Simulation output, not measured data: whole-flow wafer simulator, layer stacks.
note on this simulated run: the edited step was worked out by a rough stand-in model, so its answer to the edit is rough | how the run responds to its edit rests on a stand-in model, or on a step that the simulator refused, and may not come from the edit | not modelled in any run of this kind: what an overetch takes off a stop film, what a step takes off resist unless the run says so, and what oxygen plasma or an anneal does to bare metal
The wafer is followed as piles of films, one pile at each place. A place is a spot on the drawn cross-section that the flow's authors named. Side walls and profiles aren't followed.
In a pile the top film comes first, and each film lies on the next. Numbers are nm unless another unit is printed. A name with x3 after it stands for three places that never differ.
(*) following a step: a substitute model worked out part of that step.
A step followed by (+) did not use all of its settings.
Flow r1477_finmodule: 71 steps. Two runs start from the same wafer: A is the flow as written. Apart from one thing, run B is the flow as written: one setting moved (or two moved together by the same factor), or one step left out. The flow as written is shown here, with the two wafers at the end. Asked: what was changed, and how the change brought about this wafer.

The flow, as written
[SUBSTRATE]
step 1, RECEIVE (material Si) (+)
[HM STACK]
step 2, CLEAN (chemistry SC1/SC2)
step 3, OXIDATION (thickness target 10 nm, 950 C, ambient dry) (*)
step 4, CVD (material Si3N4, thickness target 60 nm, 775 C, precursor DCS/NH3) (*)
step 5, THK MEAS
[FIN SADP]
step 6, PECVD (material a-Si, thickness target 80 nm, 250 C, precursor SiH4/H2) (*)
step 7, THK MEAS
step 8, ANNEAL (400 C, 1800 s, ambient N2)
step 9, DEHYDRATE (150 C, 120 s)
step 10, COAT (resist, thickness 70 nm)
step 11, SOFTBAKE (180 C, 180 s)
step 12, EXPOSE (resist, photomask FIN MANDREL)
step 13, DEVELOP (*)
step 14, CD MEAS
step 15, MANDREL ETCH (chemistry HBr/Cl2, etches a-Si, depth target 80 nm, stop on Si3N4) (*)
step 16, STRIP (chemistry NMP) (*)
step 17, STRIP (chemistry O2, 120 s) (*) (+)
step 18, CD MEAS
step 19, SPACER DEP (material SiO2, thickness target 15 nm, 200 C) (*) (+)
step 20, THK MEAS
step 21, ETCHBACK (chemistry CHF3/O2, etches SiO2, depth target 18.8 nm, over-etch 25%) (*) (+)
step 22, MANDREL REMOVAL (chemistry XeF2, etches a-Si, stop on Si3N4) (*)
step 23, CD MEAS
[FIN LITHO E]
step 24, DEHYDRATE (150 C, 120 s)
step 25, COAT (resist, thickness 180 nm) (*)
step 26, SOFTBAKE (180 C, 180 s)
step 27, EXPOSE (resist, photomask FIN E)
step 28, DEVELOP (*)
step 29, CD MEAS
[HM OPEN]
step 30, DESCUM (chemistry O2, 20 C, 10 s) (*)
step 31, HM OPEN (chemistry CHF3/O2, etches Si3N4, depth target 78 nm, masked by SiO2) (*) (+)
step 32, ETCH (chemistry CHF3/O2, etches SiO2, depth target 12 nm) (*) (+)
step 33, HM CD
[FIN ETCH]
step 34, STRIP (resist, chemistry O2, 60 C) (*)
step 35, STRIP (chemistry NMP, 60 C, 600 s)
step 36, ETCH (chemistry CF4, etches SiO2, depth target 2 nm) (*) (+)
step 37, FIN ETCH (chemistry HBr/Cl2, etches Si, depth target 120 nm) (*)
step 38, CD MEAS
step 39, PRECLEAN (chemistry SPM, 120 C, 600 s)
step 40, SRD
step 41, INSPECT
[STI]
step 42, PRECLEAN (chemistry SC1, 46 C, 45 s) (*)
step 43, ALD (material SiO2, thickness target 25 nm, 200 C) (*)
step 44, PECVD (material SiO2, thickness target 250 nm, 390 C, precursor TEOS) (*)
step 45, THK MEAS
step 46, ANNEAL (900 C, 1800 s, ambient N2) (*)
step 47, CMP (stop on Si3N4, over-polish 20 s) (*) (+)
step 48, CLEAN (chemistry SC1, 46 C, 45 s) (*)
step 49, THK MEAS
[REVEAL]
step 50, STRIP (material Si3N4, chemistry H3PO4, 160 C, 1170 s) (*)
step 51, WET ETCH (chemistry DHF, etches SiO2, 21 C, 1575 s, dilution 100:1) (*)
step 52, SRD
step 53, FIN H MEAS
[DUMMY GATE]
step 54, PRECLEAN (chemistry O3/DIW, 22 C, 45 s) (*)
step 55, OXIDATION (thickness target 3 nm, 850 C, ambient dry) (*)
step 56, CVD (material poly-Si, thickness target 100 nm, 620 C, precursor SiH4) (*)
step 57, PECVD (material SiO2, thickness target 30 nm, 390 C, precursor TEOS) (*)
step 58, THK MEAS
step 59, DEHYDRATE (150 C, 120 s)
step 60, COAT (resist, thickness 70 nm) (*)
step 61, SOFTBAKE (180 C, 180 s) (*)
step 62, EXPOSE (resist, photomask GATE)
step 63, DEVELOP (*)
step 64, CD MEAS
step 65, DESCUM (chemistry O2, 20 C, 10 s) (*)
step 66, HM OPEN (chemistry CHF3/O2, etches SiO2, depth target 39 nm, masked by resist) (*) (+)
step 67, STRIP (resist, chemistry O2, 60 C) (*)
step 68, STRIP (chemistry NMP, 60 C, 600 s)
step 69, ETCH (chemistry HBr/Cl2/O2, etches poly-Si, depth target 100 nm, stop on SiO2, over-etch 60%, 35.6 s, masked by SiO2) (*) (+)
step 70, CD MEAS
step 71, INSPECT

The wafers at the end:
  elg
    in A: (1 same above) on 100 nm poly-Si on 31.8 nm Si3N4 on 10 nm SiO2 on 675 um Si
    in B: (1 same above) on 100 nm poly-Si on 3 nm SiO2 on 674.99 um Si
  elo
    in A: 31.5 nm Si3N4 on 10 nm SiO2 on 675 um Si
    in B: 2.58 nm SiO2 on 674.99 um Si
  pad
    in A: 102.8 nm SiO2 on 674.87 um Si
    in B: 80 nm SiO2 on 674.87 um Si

The reason: step 6, PECVD: thickness target 39.2 nm was run, while the flow as written has thickness target 80 nm.

Step by step, how the change led to this:
  step 6, PECVD (material a-Si, thickness target 80 nm, 250 C, precursor SiH4/H2) (*)
      pad, padg, elg and 33 more: A +80 a-Si (new film) | B +39.2 a-Si (new film)
  step 15, MANDREL ETCH (chemistry HBr/Cl2, etches a-Si, depth target 80 nm, stop on Si3N4) (*)
      pad, padg, elg and 27 more: A -80 a-Si (all of it) | B -39.2 a-Si (all of it)
      s40cg, s45cg, s50cg, s40co, s45co, s50co: A -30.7 resist | B -22.5 resist
  step 16, STRIP (chemistry NMP) (*)
      s40cg, s45cg, s50cg, s40co, s45co, s50co: A -39.3 resist (all of it) | B -47.5 resist (all of it)
  step 21, ETCHBACK (chemistry CHF3/O2, etches SiO2, depth target 18.8 nm, over-etch 25%) (*) (+)
      s40sg_line, s45sg_line, s50sg_line, s40so_line, s45so_line, s50so_line: A +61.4 SiO2 | B +20.6 SiO2
  step 22, MANDREL REMOVAL (chemistry XeF2, etches a-Si, stop on Si3N4) (*)
      s40cg, s45cg, s50cg, s40co, s45co, s50co: A -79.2 a-Si (all of it) | B -38.4 a-Si (all of it)
  step 25, COAT (resist, thickness 180 nm) (*)
      s40cg, s40co: A +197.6 resist (new film) | B +187.4 resist (new film)
      s40sg, s40so: A +201.2 resist (new film) | B +191 resist (new film)
      (as well as at 14 more places)
  step 28, DEVELOP (*)
      s40cg, s40co: A -197.6 resist (all of it) | B -187.4 resist (all of it)
      s40sg, s40so: A -201.2 resist (all of it) | B -191 resist (all of it)
      (as well as at 14 more places)
  step 31, HM OPEN (chemistry CHF3/O2, etches Si3N4, depth target 78 nm, masked by SiO2) (*) (+)
      s40sg_line, s45sg_line, s50sg_line, s40so_line, s45so_line, s50so_line: A -39 SiO2 | B -35.6 SiO2 (all of it), -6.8 Si3N4
  step 32, ETCH (chemistry CHF3/O2, etches SiO2, depth target 12 nm) (*) (+)
      s40sg_line, s45sg_line, s50sg_line, s40so_line, s45so_line, s50so_line: A -12 SiO2 | B -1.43 Si3N4
      pad, padg, e40sg and 11 more: A -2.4 Si | B -0.3 Si
      (as well as at 16 more places)
  step 34, STRIP (resist, chemistry O2, 60 C) (*)
      elg, e40lg, e100lg, e200lg, elo, e40lo, e100lo, e200lo: A -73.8 resist (all of it) | B -83.8 resist (all of it)
  step 36, ETCH (chemistry CF4, etches SiO2, depth target 2 nm) (*) (+)
      elg, e40lg, e100lg, e200lg, elo, e40lo, e100lo, e200lo: A -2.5 Si3N4 | B nothing
      s40sg_line, s45sg_line, s50sg_line, s40so_line, s45so_line, s50so_line: A -2 SiO2 | B nothing
  step 37, FIN ETCH (chemistry HBr/Cl2, etches Si, depth target 120 nm) (*)
      s40sg_line, s45sg_line, s50sg_line, s40so_line, s45so_line, s50so_line: A -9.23 SiO2 | B -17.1 Si3N4
  step 43, ALD (material SiO2, thickness target 25 nm, 200 C) (*)
      s40sg_line, s45sg_line, s50sg_line, s40so_line, s45so_line, s50so_line: A +25 SiO2 | B +25 SiO2 (new film)
      s40cg, s45cg, s50cg, s40co, s45co, s50co: A +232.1 SiO2 (new film) | B +190.5 SiO2 (new film)
  step 47, CMP (stop on Si3N4, over-polish 20 s) (*) (+)
      elg, e40lg, e100lg, e200lg, elo, e40lo, e100lo, e200lo: A -241.6 SiO2 | B -263.8 SiO2 (all of it), -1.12 Si3N4
      pad, padg, e40sg, e100sg, e200sg, e40so, e100so, e200so: A -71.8 SiO2 | B -94.6 SiO2
      (as well as at 20 more places)
  step 50, STRIP (material Si3N4, chemistry H3PO4, 160 C, 1170 s) (*)
      elg, e40lg, e100lg, e200lg, elo, e40lo, e100lo, e200lo: A -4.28 SiO2 | B -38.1 Si3N4 (all of it), -2.02 SiO2
      s40sg_line, s45sg_line, s50sg_line, s40so_line, s45so_line, s50so_line: A -58.9 Si3N4 (all of it), -1.37 SiO2 | B -33.5 Si3N4 (all of it), -2.16 SiO2
  step 51, WET ETCH (chemistry DHF, etches SiO2, 21 C, 1575 s, dilution 100:1) (*)
      elg, e40lg, e100lg, e200lg, elo, e40lo, e100lo, e200lo: A -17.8 SiO2 (all of it), -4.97 Si3N4 | B -7.98 SiO2 (all of it)
      s40sg_line, s45sg_line, s50sg_line, s40so_line, s45so_line, s50so_line: A -8.63 SiO2 (all of it) | B -7.84 SiO2 (all of it)
  ... 6 further steps ...
  step 69, ETCH (chemistry HBr/Cl2/O2, etches poly-Si, depth target 100 nm, stop on SiO2, over-etch 60%, 35.6 s, masked by SiO2) (*) (+)
      s40co: A -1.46 chemical SiO2 (all of it), -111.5 poly-Si (all of it), -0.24 SiO2 | B -1.39 chemical SiO2 (all of it), -138.9 poly-Si (all of it), -0.11 SiO2
      s45co: A -1.46 chemical SiO2 (all of it), -110.9 poly-Si (all of it), -0.25 SiO2 | B -1.39 chemical SiO2 (all of it), -138.9 poly-Si (all of it), -0.11 SiO2
      (as well as at 1 more place)
